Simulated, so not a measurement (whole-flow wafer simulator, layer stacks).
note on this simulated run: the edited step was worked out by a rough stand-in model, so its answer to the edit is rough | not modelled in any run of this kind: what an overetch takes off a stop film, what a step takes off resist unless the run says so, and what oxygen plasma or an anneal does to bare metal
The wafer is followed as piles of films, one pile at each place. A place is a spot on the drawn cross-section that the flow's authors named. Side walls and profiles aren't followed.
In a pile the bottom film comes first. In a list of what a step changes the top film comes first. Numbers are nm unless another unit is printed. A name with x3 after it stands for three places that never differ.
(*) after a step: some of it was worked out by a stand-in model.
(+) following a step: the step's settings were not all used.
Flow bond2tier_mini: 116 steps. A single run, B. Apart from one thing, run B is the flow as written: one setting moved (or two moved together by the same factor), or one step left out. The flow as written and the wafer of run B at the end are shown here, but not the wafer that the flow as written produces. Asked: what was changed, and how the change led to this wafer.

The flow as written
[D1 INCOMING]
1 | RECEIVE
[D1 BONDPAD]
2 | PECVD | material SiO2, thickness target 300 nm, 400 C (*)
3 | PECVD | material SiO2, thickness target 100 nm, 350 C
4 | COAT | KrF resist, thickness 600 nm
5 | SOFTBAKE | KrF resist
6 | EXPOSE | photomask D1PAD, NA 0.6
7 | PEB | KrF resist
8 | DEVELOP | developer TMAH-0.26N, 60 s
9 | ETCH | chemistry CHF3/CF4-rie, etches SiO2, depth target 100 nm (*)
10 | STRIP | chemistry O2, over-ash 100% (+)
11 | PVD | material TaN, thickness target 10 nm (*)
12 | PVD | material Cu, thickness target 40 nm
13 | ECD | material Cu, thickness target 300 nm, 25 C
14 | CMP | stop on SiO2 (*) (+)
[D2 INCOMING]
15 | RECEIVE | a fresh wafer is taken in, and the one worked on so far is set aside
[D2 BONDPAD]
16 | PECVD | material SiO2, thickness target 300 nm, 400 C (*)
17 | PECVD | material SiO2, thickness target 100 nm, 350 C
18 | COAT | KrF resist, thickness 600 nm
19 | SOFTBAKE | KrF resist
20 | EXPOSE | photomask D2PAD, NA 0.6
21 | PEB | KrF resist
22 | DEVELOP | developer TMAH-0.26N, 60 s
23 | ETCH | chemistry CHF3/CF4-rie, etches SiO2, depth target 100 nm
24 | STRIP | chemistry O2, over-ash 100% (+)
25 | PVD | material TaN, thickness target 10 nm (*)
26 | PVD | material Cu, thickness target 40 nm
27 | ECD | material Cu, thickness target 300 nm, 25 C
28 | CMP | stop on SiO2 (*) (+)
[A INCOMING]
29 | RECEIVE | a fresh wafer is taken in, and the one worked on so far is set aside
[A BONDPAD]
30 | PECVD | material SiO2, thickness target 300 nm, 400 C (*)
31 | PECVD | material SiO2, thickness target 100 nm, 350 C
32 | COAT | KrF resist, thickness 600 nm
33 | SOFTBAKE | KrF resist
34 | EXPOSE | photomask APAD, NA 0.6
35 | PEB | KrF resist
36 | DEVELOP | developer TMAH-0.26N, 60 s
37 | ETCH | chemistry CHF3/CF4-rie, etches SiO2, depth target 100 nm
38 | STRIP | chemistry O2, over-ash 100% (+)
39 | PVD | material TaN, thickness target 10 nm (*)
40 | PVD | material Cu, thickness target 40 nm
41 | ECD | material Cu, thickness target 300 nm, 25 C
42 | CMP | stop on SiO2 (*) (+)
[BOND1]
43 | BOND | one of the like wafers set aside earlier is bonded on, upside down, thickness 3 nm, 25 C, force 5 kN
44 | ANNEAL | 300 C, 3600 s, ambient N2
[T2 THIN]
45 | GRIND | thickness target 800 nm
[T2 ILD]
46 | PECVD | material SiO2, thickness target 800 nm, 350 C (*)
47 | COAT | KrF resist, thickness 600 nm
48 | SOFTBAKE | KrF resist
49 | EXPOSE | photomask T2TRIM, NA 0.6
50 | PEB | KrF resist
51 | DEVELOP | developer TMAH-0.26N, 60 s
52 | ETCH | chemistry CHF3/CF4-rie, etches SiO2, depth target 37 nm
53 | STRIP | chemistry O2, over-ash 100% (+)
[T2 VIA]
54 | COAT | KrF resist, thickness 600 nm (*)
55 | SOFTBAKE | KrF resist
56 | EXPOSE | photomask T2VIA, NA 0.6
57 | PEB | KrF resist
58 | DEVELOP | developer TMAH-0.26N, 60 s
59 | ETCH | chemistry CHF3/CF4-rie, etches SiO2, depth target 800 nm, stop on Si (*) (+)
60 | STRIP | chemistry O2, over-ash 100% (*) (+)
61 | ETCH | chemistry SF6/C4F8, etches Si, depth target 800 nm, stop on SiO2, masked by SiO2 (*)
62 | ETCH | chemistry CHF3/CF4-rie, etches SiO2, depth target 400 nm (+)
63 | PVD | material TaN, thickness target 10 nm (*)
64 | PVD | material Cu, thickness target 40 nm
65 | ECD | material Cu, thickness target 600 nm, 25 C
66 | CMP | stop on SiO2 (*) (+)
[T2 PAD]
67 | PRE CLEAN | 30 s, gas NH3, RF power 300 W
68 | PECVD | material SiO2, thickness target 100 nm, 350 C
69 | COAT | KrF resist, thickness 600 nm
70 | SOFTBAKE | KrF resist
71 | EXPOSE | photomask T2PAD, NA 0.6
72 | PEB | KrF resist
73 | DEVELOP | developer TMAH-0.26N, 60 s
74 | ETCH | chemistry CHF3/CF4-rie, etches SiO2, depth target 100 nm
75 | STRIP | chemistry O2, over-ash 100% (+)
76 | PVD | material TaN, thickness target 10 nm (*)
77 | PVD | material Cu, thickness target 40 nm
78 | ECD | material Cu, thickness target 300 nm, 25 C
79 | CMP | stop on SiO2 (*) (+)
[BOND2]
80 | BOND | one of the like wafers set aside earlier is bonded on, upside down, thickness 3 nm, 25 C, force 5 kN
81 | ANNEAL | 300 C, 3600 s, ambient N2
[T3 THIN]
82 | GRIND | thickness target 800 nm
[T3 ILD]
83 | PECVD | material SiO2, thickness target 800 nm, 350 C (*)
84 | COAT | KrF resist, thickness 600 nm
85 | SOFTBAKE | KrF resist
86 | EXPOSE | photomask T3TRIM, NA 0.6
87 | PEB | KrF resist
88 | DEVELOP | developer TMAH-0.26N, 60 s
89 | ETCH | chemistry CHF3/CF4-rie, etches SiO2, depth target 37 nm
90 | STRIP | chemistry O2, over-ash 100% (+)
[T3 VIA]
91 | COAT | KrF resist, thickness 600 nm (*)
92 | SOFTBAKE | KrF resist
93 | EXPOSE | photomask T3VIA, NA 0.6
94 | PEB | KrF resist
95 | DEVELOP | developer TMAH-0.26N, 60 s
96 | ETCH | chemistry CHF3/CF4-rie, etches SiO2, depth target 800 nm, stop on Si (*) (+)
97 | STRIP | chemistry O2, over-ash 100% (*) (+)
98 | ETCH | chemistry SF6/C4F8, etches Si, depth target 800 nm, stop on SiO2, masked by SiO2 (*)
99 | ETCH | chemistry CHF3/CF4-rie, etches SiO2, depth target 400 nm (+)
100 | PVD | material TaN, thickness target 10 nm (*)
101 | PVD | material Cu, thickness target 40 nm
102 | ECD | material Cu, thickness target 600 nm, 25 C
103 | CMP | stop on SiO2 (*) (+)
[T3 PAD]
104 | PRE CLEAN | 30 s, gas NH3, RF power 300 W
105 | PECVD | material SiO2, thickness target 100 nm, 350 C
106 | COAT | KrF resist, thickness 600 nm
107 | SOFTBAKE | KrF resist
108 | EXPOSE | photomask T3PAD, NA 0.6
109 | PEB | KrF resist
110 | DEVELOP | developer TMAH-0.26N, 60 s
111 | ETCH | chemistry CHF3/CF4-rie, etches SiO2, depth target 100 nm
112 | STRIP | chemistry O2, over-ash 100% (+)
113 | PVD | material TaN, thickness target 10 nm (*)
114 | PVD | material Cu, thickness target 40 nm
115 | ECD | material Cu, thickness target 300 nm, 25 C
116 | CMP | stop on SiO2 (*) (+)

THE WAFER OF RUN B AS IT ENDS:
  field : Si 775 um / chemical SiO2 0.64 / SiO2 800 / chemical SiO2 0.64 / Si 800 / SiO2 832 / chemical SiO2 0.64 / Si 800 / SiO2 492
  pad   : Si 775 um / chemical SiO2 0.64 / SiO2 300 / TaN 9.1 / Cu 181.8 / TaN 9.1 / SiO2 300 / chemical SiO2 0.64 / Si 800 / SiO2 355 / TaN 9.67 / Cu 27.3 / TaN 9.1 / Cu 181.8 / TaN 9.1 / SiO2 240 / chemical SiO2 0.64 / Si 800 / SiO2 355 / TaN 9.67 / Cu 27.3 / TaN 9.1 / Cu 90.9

The reason: step 16, PECVD: thickness target 240 nm was run, while the flow as written has thickness target 300 nm.
The wafer itself shows it: pad has SiO2 240, and step 16 as written asks for 300 nm.

The path from the change to this, step by step:
  16 | PECVD | material SiO2, thickness target 300 nm, 400 C (*)
      field, pad, via: +240 SiO2 (new film) (in the flow as written it would be: +300 SiO2 (new film))
  80 | BOND | one of the like wafers set aside earlier is bonded on, upside down, thickness 3 nm, 25 C, force 5 kN
      field: +775 um Si (new film), +0.64 chemical SiO2 (new film), +340 SiO2 (in the flow as written it would be: +775 um Si (new film), +0.64 chemical SiO2 (new film), +400 SiO2)
      pad: +775 um Si (new film), +0.64 chemical SiO2 (new film), +240 SiO2 (new film), +9.1 TaN (new film), +90.9 Cu (in the flow as written it would be: +775 um Si (new film), +0.64 chemical SiO2 (new film), +300 SiO2 (new film), +9.1 TaN (new film), +90.9 Cu)
